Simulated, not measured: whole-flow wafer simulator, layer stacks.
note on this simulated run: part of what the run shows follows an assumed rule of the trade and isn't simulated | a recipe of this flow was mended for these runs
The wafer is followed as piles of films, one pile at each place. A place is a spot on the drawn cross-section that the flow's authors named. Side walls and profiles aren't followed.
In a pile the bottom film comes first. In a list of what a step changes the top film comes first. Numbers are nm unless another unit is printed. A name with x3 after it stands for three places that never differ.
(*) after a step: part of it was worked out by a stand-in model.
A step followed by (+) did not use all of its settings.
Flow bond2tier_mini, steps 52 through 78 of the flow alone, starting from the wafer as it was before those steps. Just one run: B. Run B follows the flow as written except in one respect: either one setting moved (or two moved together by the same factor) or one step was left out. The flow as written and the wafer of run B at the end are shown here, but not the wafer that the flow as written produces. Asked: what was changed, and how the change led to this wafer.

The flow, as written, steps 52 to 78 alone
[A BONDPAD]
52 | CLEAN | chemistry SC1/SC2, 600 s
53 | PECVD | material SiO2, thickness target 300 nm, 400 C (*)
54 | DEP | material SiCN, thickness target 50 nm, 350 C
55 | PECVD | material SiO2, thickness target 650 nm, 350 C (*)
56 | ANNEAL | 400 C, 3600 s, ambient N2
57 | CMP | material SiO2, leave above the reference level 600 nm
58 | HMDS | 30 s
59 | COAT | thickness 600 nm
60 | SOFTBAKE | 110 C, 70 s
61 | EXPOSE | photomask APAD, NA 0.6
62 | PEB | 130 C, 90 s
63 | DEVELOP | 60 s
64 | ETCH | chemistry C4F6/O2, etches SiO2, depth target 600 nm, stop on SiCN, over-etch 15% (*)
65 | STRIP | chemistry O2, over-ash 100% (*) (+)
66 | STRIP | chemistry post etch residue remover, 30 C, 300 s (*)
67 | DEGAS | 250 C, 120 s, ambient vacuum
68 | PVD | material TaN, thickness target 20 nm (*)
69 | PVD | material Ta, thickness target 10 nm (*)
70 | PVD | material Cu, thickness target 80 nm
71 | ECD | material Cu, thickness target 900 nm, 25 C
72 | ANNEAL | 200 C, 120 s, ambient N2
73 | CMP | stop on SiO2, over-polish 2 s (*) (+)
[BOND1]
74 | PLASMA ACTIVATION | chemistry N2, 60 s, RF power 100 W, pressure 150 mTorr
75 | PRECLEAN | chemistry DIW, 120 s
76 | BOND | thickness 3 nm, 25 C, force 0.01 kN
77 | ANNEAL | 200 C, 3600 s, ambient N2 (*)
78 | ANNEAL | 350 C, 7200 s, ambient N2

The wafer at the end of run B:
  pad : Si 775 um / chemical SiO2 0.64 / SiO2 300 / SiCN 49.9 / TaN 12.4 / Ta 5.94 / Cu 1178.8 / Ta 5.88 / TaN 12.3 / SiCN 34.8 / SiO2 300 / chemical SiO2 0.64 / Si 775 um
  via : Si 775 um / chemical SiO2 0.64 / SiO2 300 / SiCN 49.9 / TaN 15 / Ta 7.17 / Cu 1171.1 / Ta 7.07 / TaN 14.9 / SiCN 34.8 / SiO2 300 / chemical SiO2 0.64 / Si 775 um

The reason: step 64, ETCH: depth target 522 nm was run, whereas the flow has depth target 600 nm.

How this came from the change, step by step:
  64 | ETCH | chemistry C4F6/O2, etches SiO2, depth target 600 nm, stop on SiCN, over-etch 15% (*)
      pad, via: SiO2 loses 600 (all of it), SiCN loses 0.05 (as written it would have been: SiO2 loses 600 (all of it), SiCN loses 15.2)
      field: thick-KrF-resist loses 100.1 (as written it would have been: thick-KrF-resist loses 115)
  65 | STRIP | chemistry O2, over-ash 100% (*) (+)
      field: thick-KrF-resist loses 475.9 (all of it) (as written it would have been: thick-KrF-resist loses 460.9 (all of it))
